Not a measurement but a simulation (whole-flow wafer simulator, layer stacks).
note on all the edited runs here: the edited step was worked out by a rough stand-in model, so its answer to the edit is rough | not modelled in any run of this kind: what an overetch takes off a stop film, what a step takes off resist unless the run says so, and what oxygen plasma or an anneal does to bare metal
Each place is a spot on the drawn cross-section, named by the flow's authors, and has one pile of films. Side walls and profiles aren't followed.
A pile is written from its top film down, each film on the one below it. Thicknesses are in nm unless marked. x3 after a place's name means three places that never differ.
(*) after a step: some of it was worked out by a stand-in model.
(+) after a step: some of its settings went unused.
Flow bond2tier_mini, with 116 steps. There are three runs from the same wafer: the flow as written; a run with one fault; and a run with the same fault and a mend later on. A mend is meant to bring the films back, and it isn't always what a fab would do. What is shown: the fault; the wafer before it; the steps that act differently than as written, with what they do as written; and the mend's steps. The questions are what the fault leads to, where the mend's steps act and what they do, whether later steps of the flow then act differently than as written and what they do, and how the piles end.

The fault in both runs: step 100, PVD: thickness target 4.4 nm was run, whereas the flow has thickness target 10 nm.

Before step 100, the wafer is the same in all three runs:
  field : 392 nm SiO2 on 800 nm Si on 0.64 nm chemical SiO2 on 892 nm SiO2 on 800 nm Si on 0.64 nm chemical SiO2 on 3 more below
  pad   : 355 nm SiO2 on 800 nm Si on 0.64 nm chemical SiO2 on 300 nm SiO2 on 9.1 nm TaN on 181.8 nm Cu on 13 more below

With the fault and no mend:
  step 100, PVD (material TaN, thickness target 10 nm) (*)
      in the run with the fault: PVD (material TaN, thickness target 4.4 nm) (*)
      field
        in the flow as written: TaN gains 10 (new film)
        in the run with the fault: TaN gains 4.4 (new film)
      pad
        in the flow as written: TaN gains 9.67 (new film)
        in the run with the fault: TaN gains 4.25 (new film)
  Later steps of the flow acting differently than as written (not shown: 1 more step that differs only slightly, by at most 2% or 0.5 nm, whichever is larger):
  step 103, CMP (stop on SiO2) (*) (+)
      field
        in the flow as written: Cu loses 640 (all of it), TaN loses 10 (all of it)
        in the run with the fault: Cu loses 640 (all of it), TaN loses 4.4 (all of it)
  The piles end different from the flow's at pad by more than 2% or 0.5 nm, whichever is larger.
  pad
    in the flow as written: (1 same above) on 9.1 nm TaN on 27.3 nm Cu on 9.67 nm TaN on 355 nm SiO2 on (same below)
    in the run with the fault: (1 same above) on 9.1 nm TaN on 32.7 nm Cu on 4.25 nm TaN on 355 nm SiO2 on (same below)

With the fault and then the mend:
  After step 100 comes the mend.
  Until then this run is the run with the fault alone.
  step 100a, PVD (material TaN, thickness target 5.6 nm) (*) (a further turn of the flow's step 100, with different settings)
      field
        TaN gains 5.6
      pad
        TaN gains 5.41
  Every later step of the flow that is run acts as written at every place that is followed.
  When the end is reached, the piles differ only a little from the flow's at the places that both follow, at most by 2% or 0.5 nm, whichever is larger.
